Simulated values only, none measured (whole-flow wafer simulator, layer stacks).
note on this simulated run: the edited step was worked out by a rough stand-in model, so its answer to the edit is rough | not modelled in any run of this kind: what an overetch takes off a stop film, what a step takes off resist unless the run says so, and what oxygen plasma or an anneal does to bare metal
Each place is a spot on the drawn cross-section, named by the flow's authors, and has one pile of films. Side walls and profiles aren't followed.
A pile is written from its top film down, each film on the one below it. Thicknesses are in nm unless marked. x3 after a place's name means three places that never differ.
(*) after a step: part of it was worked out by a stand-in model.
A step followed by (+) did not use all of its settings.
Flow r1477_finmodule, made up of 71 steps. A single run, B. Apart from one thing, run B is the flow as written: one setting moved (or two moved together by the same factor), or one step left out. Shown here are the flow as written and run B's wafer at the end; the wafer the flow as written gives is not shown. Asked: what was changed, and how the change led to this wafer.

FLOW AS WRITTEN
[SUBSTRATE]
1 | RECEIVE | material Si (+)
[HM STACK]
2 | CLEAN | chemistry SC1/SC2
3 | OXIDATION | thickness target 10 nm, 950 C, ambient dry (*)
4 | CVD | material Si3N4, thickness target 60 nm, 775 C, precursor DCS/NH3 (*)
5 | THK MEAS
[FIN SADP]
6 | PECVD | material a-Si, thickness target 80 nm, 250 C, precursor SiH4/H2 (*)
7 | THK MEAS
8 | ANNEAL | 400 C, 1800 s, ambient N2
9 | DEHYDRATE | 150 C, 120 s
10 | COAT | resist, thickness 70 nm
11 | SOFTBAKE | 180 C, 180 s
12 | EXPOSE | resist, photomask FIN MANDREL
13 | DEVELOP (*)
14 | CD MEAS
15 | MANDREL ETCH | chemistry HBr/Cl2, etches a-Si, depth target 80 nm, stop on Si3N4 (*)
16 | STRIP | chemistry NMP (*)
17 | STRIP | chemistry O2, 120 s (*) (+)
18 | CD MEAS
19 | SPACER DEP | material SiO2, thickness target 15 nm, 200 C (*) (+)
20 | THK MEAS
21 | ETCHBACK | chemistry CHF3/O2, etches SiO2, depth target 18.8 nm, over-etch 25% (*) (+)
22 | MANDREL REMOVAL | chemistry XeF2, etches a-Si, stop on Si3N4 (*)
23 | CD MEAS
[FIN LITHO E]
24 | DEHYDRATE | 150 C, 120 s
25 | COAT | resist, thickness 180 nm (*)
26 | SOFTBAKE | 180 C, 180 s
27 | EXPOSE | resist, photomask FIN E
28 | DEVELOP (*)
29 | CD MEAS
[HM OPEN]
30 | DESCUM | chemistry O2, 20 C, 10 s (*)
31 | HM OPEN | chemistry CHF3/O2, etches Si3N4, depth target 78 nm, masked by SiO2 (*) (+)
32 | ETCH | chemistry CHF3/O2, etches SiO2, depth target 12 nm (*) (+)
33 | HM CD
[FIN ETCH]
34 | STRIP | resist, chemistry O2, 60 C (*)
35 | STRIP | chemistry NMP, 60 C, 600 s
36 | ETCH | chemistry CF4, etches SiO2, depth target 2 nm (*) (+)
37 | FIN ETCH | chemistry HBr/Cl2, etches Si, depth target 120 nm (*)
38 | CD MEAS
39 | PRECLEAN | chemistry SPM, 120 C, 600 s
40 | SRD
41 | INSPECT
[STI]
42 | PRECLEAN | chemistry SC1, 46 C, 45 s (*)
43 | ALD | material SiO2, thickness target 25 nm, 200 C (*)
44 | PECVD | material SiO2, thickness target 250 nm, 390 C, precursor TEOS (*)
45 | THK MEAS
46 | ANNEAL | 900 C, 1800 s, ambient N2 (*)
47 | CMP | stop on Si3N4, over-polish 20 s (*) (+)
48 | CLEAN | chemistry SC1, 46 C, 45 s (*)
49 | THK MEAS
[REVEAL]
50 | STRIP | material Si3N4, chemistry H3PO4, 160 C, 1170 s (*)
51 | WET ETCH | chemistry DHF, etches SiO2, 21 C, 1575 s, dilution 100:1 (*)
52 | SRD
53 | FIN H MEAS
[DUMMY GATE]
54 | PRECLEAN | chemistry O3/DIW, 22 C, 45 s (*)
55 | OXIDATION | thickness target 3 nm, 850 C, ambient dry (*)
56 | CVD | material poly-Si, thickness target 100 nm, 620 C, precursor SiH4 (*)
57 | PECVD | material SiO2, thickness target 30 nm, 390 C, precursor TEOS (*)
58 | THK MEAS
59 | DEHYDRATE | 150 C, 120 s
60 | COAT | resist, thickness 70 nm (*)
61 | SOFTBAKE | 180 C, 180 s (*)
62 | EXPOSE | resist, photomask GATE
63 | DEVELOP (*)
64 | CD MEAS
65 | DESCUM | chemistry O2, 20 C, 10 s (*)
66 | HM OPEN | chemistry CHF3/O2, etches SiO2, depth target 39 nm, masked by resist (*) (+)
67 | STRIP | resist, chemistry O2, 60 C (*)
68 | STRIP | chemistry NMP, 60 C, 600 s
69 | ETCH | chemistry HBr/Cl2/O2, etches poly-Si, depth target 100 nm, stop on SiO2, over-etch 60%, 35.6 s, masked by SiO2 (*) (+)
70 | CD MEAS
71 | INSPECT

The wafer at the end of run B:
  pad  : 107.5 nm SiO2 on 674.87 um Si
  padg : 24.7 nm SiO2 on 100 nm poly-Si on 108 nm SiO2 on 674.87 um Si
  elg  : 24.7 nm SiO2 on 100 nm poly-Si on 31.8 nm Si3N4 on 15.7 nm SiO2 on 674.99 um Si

Cause: step 3, OXIDATION: thickness target 15.7 nm was run, though the flow has thickness target 10 nm.
One can read it off the wafer: elg has SiO2 15.7, and step 3 as written asks for 10 nm.

How this came from the change, step by step:
  3 | OXIDATION | thickness target 10 nm, 950 C, ambient dry (*)
      pad, padg, elg and 33 more: SiO2 gains 15.7 (new film), chemical SiO2 loses 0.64 (all of it), Si loses 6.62 (as written it would have been: SiO2 gains 10 (new film), chemical SiO2 loses 0.64 (all of it), Si loses 4.12)
  31 | HM OPEN | chemistry CHF3/O2, etches Si3N4, depth target 78 nm, masked by SiO2 (*) (+)
      pad, padg, esg and 13 more: Si3N4 loses 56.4 (all of it), SiO2 loses 10.8 (as written it would have been: Si3N4 loses 56.4 (all of it), SiO2 loses 10 (all of it))
  32 | ETCH | chemistry CHF3/O2, etches SiO2, depth target 12 nm (*) (+)
      pad, padg, e40sg and 11 more: SiO2 loses 4.89 (all of it), Si loses 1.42 (as written it would have been: Si loses 2.4)
      esg, eso: SiO2 loses 4.89 (all of it), Si loses 1.42 (as written it would have been: Si loses 1.77)
      (as well as at 6 more places)
  43 | ALD | material SiO2, thickness target 25 nm, 200 C (*)
      esg: SiO2 gains 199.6 (new film) (as written it would have been: SiO2 gains 194.3 (new film))
  47 | CMP | stop on Si3N4, over-polish 20 s (*) (+)
      pad, padg, e40sg and 11 more: SiO2 loses 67 (as written it would have been: SiO2 loses 71.8)
      eso: SiO2 loses 67 (as written it would have been: SiO2 loses 72.4)
  51 | WET ETCH | chemistry DHF, etches SiO2, 21 C, 1575 s, dilution 100:1 (*)
      s40sg_line, s45sg_line, s50sg_line, s40so_line, s45so_line, s50so_line: SiO2 loses 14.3 (all of it) (as written it would have been: SiO2 loses 8.63 (all of it))
  56 | CVD | material poly-Si, thickness target 100 nm, 620 C, precursor SiH4 (*)
      s40cg, s40co: poly-Si gains 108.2 (new film) (as written it would have been: poly-Si gains 113.9 (new film))
      s45cg, s45co: poly-Si gains 107.7 (new film) (as written it would have been: poly-Si gains 113.4 (new film))
      (as well as at 2 more places)
  60 | COAT | resist, thickness 70 nm (*)
      s40sg, s40so: resist gains 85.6 (new film) (as written it would have been: resist gains 91 (new film))
      s45sg, s45so: resist gains 85.5 (new film) (as written it would have been: resist gains 91 (new film))
      (as well as at 2 more places)
  63 | DEVELOP (*)
      s40so: resist loses 85.6 (all of it) (as written it would have been: resist loses 91 (all of it))
      s45so: resist loses 85.5 (all of it) (as written it would have been: resist loses 91 (all of it))
      (as well as at 1 more place)
  67 | STRIP | resist, chemistry O2, 60 C (*)
      s40sg: resist loses 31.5 (all of it) (as written it would have been: resist loses 36.9 (all of it))
      s45sg: resist loses 31.4 (all of it) (as written it would have been: resist loses 36.9 (all of it))
      (as well as at 1 more place)
  69 | ETCH | chemistry HBr/Cl2/O2, etches poly-Si, depth target 100 nm, stop on SiO2, over-etch 60%, 35.6 s, masked by SiO2 (*) (+)
      s40co: chemical SiO2 loses 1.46 (all of it), poly-Si loses 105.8 (all of it), SiO2 loses 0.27 (as written it would have been: chemical SiO2 loses 1.46 (all of it), poly-Si loses 111.5 (all of it), SiO2 loses 0.24)
      s45co: chemical SiO2 loses 1.46 (all of it), poly-Si loses 105.2 (all of it), SiO2 loses 0.27 (as written it would have been: chemical SiO2 loses 1.46 (all of it), poly-Si loses 110.9 (all of it), SiO2 loses 0.25)
      (as well as at 1 more place)
